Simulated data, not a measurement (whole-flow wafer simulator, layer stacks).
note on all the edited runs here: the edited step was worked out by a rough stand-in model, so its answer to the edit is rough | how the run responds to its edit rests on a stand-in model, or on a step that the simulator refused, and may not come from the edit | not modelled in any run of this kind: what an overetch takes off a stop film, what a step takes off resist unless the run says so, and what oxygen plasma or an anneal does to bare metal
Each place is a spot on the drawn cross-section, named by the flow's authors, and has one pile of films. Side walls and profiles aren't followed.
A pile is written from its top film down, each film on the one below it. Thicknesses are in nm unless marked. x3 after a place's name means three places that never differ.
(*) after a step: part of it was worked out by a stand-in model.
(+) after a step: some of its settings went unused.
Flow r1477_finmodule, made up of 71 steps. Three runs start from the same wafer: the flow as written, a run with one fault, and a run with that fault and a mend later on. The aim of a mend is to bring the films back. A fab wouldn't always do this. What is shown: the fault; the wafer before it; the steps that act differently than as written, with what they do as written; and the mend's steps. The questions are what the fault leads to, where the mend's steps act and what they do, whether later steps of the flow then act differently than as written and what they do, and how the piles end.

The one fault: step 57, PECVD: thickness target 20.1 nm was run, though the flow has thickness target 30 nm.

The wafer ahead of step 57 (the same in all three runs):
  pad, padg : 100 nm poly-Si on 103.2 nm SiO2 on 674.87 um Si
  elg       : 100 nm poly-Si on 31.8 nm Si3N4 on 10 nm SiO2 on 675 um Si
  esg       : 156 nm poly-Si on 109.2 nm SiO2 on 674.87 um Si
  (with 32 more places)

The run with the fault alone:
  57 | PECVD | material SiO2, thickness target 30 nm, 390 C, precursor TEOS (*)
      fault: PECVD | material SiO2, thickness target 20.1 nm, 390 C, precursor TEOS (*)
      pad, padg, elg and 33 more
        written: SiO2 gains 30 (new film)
        fault: SiO2 gains 20.1 (new film)
  Later steps of the flow acting differently than as written (3 other steps are not shown; they differ only slightly, by no more than 2% or 0.5 nm, whichever is larger):
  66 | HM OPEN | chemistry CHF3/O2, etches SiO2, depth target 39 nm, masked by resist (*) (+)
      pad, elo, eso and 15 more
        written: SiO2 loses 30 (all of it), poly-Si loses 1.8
        fault: SiO2 loses 20.1 (all of it), poly-Si loses 2.01
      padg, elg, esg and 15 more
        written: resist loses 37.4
        fault: resist loses 28.9
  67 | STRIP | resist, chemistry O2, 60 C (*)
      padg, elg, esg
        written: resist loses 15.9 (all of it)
        fault: resist loses 24.4 (all of it)
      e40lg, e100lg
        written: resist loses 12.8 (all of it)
        fault: resist loses 21.2 (all of it)
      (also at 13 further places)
  At padg, elg, esg and 15 more, the piles at the end differ from the flow's by more than 2% or 0.5 nm, whichever is larger.
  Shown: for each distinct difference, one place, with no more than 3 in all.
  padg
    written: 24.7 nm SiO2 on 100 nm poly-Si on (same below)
    fault: 14.8 nm SiO2 on 100 nm poly-Si on (same below)
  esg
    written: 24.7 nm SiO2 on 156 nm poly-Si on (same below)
    fault: 14.8 nm SiO2 on 156 nm poly-Si on (same below)
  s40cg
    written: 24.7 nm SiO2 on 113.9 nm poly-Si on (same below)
    fault: 14.8 nm SiO2 on 113.9 nm poly-Si on (same below)

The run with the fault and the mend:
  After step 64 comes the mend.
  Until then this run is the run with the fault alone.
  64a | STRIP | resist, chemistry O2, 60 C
      padg, elg, esg
        resist loses 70 (all of it)
      e40lg, e100lg, e200lg
        resist loses 66.9 (all of it)
      s40sg, s45sg
        resist loses 91 (all of it)
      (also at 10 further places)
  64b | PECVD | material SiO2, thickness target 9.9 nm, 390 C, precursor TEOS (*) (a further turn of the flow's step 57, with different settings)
      pad, padg, elg and 33 more
        SiO2 gains 9.9
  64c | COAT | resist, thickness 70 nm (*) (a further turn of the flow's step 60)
      e40lg, e100lg, e200lg, elo, e40lo, e100lo, e200lo
        resist gains 66.9 (new film)
      pad, padg, elg, esg
        resist gains 70 (new film)
      s40sg, s45sg, s40so, s45so
        resist gains 91 (new film)
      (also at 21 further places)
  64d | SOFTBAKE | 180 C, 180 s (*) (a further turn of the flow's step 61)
      alters no film at any place that is followed
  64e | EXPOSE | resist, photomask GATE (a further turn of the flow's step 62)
      alters no film at any place that is followed
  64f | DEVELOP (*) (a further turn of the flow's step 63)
      elo, e40lo, e100lo, e200lo
        resist loses 66.9 (all of it)
      eso, e40so
        resist loses 129.5 (all of it)
      s40so, s45so
        resist loses 91 (all of it)
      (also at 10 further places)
  Every later step of the flow that is run acts as written at every place that is followed.
  The piles end the same as the flow's at every place that both follow.
